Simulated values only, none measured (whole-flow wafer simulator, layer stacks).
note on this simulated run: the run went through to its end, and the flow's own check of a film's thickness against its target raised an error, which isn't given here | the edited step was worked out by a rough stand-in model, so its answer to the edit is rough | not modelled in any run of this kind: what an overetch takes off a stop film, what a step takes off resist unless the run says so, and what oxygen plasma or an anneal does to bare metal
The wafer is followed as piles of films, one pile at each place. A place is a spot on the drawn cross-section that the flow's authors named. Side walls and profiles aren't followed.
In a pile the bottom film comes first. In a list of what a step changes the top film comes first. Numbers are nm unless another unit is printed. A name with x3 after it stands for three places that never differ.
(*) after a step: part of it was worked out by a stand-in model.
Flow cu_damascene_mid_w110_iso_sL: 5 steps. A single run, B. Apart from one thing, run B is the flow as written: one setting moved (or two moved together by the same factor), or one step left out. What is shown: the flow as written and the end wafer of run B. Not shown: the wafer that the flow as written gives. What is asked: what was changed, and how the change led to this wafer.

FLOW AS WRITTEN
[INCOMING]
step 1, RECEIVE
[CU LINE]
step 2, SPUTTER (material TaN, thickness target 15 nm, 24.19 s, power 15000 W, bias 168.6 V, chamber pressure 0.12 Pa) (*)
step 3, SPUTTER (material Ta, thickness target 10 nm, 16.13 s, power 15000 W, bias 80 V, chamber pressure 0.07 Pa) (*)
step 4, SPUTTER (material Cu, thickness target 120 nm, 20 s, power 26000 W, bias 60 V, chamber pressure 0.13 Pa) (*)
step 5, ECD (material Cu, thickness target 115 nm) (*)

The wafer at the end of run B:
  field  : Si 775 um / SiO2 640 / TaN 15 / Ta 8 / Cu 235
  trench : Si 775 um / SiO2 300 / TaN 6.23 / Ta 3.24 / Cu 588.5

Cause: step 3, SPUTTER: 12.9 s was run, while the flow as written has 16.13 s.

How this came from the change, step by step:
  step 3, SPUTTER (material Ta, thickness target 10 nm, 16.13 s, power 15000 W, bias 80 V, chamber pressure 0.07 Pa) (*)
      field: Ta gains 8 (new film) (as written it would have been: Ta gains 10 (new film))
      trench: Ta gains 3.24 (new film) (as written it would have been: Ta gains 4.05 (new film))
